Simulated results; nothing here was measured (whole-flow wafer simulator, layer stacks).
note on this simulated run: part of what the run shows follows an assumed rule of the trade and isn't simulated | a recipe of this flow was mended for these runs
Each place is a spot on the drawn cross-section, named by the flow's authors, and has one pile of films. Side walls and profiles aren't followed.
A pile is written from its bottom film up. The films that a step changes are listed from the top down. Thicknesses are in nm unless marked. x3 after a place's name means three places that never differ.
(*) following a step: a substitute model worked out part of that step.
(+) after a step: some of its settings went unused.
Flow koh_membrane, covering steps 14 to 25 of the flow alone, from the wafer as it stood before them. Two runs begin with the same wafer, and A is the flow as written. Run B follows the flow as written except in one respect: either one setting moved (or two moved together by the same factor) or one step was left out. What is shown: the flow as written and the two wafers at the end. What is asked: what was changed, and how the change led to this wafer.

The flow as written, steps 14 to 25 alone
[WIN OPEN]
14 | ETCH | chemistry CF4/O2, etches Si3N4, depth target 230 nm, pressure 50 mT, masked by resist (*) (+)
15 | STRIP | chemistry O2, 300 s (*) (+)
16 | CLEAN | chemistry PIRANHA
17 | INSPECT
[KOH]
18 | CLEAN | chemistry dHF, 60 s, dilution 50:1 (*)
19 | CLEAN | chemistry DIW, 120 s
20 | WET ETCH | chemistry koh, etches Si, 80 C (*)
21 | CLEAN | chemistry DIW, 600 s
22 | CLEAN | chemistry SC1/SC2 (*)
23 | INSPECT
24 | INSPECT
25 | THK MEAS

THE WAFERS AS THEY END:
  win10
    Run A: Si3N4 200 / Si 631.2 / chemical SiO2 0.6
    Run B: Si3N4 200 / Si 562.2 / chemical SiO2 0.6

The reason: step 14, ETCH: depth target 299 nm was run, while the flow as written has depth target 230 nm.

The path from the change to this, step by step:
  14 | ETCH | chemistry CF4/O2, etches Si3N4, depth target 230 nm, pressure 50 mT, masked by resist (*) (+)
      win20 x4, win10: A -200 Si3N4 (all of it), -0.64 chemical SiO2 (all of it), -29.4 Si | B -200 Si3N4 (all of it), -0.64 chemical SiO2 (all of it), -98.4 Si
      field: A -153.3 i-line-resist | B -199.3 i-line-resist
  15 | STRIP | chemistry O2, 300 s (*) (+)
      field: A -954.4 i-line-resist (all of it) | B -908.4 i-line-resist (all of it)
